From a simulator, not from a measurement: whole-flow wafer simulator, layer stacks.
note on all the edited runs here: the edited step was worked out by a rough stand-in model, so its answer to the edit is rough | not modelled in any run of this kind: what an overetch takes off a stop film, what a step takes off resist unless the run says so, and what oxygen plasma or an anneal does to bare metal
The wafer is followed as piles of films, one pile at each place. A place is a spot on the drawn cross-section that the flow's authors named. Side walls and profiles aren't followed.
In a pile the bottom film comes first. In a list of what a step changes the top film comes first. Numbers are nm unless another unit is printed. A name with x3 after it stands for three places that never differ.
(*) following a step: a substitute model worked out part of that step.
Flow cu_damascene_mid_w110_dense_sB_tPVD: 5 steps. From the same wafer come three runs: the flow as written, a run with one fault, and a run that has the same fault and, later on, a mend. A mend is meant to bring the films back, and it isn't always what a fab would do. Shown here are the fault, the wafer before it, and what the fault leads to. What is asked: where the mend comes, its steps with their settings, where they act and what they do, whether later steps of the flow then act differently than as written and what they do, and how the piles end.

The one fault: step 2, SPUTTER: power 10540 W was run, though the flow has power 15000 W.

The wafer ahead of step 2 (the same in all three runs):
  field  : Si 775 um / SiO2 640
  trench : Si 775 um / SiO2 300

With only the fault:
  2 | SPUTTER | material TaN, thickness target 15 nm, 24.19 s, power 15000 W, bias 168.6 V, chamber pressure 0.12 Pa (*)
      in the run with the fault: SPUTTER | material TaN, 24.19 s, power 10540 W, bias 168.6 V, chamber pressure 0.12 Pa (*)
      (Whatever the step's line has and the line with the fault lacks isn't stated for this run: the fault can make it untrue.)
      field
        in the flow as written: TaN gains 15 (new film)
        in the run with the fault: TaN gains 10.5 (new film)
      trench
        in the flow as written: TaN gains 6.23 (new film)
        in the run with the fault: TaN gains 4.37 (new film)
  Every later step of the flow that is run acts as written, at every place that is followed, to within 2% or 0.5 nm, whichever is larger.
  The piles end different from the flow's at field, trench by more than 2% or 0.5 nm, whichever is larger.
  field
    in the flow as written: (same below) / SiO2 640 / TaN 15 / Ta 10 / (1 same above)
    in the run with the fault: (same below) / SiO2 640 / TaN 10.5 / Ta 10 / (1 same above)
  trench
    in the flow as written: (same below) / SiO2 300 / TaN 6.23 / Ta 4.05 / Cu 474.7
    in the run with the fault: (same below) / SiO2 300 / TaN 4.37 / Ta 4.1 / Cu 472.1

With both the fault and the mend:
  The mend follows step 2.
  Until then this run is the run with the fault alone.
  2a | SPUTTER | material TaN, thickness target 4.5 nm, 7.197 s, power 15000 W, bias 168.6 V, chamber pressure 0.12 Pa (*) (the flow's step 2, run once more with other settings)
      field
        TaN gains 4.5
      trench
        TaN gains 1.8
  Every later step of the flow that is run acts as written, at every place that is followed, to within 2% or 0.5 nm, whichever is larger.
  When the end is reached, the piles differ only a little from the flow's at the places that both follow, at most by 2% or 0.5 nm, whichever is larger.
